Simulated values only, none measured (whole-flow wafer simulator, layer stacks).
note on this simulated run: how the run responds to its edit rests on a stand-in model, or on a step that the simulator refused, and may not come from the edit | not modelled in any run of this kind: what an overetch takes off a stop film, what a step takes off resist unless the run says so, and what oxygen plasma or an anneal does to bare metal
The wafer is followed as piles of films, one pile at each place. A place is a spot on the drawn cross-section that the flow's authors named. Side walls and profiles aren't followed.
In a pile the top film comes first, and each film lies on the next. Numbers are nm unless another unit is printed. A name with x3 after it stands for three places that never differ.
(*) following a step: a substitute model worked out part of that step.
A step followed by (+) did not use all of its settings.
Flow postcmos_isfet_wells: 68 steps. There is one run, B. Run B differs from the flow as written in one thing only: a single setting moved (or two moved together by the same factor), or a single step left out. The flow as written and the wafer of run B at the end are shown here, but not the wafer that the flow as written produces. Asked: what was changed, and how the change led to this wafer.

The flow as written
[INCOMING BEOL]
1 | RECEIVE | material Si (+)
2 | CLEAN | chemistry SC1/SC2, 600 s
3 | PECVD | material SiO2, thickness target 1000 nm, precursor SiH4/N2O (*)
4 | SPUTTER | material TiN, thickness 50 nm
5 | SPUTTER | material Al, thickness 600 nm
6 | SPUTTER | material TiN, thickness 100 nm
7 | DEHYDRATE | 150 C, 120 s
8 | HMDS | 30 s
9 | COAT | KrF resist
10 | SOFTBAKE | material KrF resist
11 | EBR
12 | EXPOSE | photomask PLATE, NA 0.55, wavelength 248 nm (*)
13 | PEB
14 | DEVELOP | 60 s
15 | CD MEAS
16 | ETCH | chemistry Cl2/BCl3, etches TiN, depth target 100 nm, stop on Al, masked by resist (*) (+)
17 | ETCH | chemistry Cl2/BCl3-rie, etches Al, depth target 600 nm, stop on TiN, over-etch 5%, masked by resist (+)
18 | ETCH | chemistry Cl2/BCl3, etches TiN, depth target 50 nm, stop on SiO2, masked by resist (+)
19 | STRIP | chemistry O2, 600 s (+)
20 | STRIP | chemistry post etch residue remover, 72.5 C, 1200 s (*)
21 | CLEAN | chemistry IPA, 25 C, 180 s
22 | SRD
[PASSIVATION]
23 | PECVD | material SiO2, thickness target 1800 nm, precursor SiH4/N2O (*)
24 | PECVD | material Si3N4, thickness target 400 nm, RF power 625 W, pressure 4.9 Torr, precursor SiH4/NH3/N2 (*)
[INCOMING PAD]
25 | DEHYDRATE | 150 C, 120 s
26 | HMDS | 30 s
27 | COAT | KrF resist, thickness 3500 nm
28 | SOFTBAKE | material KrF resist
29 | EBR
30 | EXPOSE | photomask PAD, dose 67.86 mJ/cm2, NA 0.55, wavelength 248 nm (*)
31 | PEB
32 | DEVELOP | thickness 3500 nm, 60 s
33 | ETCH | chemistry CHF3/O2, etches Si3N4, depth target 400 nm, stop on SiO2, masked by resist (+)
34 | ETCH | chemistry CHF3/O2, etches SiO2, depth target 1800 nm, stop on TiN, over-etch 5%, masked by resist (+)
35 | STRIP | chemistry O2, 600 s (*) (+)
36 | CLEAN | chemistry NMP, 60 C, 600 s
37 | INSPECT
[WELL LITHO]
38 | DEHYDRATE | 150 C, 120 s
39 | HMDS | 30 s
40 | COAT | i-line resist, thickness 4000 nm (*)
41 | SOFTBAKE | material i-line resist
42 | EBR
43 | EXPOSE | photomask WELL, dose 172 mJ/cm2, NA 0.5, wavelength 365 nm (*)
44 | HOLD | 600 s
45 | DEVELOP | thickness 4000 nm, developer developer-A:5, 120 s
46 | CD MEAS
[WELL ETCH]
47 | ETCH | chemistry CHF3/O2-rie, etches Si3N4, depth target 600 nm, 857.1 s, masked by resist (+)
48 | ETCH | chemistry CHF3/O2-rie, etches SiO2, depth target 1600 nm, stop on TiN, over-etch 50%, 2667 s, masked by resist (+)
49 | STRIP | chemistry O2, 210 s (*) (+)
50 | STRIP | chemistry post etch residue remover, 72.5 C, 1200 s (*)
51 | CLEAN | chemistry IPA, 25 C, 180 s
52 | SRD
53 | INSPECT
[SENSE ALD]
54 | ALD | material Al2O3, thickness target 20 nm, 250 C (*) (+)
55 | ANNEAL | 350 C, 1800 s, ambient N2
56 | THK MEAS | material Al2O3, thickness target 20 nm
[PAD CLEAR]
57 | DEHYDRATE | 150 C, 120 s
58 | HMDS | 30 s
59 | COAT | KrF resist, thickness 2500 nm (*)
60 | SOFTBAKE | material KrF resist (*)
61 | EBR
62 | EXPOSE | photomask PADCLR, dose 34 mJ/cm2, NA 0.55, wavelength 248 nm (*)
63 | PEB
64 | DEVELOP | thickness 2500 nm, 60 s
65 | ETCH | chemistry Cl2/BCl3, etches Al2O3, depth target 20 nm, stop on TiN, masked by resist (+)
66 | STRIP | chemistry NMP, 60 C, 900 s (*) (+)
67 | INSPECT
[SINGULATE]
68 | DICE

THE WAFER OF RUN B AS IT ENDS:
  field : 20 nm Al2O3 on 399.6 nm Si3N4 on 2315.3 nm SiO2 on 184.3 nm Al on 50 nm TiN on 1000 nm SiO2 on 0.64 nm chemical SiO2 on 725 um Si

The reason: step 17, ETCH: depth target 360 nm was run, though the flow has depth target 600 nm.

Step by step, how the change led to this:
  17 | ETCH | chemistry Cl2/BCl3-rie, etches Al, depth target 600 nm, stop on TiN, over-etch 5%, masked by resist (+)
      field: Al loses 360 (it would be, as written: Al loses 600 (all of it))
      margin, well900, well1300, well2000, well3000, pad_rim, pad_clr, pad_open: KrF resist loses 180 (it would be, as written: KrF resist loses 300)
  18 | ETCH | chemistry Cl2/BCl3, etches TiN, depth target 50 nm, stop on SiO2, masked by resist (+)
      field: Al loses 50 (it would be, as written: TiN loses 50 (all of it))
  19 | STRIP | chemistry O2, 600 s (+)
      margin, well900, well1300, well2000, well3000, pad_rim, pad_clr, pad_open: KrF resist loses 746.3 (all of it) (it would be, as written: KrF resist loses 626.3 (all of it))
  20 | STRIP | chemistry post etch residue remover, 72.5 C, 1200 s (*)
      field: Al loses 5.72 (it would be, as written: nothing)
  23 | PECVD | material SiO2, thickness target 1800 nm, precursor SiH4/N2O (*)
      field: SiO2 gains 2315.3 (new film) (it would be, as written: SiO2 gains 1800 (new film), void gains 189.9 (new film), SiO2 gains 559.7)
Taking metal films that touch as one body, field has 1 body; the flow as written gives 0 bodies.
